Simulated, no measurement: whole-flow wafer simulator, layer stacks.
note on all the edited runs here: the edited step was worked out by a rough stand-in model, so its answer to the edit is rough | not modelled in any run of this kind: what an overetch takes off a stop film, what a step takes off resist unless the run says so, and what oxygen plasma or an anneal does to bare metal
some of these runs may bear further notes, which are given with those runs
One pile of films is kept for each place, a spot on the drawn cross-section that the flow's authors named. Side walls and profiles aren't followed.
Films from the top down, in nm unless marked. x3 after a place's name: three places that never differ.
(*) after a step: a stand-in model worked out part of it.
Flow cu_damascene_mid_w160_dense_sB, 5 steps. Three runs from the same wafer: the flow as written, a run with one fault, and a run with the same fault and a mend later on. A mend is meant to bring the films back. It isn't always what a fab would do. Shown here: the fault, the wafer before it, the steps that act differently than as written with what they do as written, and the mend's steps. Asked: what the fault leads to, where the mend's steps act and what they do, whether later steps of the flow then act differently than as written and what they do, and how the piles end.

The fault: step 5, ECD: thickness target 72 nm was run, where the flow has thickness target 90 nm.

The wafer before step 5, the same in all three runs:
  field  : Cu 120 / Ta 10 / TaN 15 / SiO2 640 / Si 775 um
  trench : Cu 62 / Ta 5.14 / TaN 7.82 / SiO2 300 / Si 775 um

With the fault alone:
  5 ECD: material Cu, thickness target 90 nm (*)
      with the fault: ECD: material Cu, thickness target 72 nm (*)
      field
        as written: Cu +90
        with the fault: Cu +72
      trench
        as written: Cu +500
        with the fault: Cu +482
  No later step of the flow acts differently than as written at any place that is followed.
  At the end the piles differ from the flow's by more than 2% or 0.5 nm, whichever is larger, at field, trench.
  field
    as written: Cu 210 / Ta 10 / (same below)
    with the fault: Cu 192 / Ta 10 / (same below)
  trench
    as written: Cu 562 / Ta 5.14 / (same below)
    with the fault: Cu 544 / Ta 5.14 / (same below)

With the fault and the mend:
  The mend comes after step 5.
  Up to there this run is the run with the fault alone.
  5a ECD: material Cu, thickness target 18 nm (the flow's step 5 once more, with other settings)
      field, trench
        Cu +18
  No later step of the flow acts differently than as written at any place that is followed.
  At the end the piles are the same as the flow's at every place that both follow.
